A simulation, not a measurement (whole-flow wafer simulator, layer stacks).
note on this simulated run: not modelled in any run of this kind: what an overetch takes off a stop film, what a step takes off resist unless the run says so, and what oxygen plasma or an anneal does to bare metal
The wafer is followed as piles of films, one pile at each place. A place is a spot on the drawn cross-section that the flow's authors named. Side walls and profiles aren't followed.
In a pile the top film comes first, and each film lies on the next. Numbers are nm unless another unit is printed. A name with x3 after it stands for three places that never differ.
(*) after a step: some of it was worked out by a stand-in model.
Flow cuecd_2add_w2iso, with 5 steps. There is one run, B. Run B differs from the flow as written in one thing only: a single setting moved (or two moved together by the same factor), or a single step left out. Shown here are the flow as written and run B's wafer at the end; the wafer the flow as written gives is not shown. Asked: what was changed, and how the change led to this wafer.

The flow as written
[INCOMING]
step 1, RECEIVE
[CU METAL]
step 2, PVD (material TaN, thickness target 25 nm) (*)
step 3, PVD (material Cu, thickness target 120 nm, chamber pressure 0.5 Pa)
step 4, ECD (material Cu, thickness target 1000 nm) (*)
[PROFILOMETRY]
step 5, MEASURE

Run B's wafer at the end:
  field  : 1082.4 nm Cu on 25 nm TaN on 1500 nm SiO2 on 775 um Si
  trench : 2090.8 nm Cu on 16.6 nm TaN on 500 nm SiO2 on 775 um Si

What caused this: step 3, PVD: thickness target 82.4 nm was run, while the flow as written has thickness target 120 nm.

How this came from the change, step by step:
  step 3, PVD (material Cu, thickness target 120 nm, chamber pressure 0.5 Pa)
      field: +82.4 Cu (new film) (as written it would have been: +120 Cu (new film))
      trench: +55.6 Cu (new film) (as written it would have been: +80.8 Cu (new film))
